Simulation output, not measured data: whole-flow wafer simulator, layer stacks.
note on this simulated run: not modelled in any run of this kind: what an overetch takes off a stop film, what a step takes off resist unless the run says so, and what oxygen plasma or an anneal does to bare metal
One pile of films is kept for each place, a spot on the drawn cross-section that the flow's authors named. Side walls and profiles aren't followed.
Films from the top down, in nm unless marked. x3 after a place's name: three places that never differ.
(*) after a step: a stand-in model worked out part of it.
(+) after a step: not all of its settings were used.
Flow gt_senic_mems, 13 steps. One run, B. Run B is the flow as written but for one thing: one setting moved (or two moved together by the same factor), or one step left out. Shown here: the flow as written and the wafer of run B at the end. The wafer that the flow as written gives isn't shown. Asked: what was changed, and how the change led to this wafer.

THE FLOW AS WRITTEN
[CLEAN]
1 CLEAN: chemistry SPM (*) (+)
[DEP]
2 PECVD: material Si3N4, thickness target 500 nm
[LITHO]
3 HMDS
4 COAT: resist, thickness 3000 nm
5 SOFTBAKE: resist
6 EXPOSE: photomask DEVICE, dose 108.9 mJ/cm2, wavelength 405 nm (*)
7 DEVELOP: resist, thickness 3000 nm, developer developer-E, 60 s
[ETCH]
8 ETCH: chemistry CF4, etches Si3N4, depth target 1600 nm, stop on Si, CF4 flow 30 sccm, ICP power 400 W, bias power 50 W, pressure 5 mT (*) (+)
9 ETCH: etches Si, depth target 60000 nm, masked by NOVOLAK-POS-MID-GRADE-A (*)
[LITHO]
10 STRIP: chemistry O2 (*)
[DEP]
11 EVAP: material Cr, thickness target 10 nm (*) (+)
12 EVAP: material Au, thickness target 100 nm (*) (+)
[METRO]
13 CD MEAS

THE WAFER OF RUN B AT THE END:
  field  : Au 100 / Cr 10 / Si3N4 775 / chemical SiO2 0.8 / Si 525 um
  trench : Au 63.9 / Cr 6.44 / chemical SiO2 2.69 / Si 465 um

The cause: step 2, PECVD: thickness target 775 nm was run, where the flow has thickness target 500 nm.
It can be read off the wafer: field has Si3N4 775, and step 2 as written asks for 500 nm.

How the change led to this, step by step:
  2 PECVD: material Si3N4, thickness target 500 nm
      field, trench: Si3N4 +775 (new film) (as written it would be: Si3N4 +500 (new film))
  8 ETCH: chemistry CF4, etches Si3N4, depth target 1600 nm, stop on Si, CF4 flow 30 sccm, ICP power 400 W, bias power 50 W, pressure 5 mT (*) (+)
      field: resist -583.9 (as written it would be: resist -400.5)
      trench: Si3N4 -775 (all of it), chemical SiO2 -0.8 (all of it) (as written it would be: Si3N4 -500 (all of it), chemical SiO2 -0.8 (all of it))
  10 STRIP: chemistry O2 (*)
      field: resist -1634 (all of it) (as written it would be: resist -1817.3 (all of it))
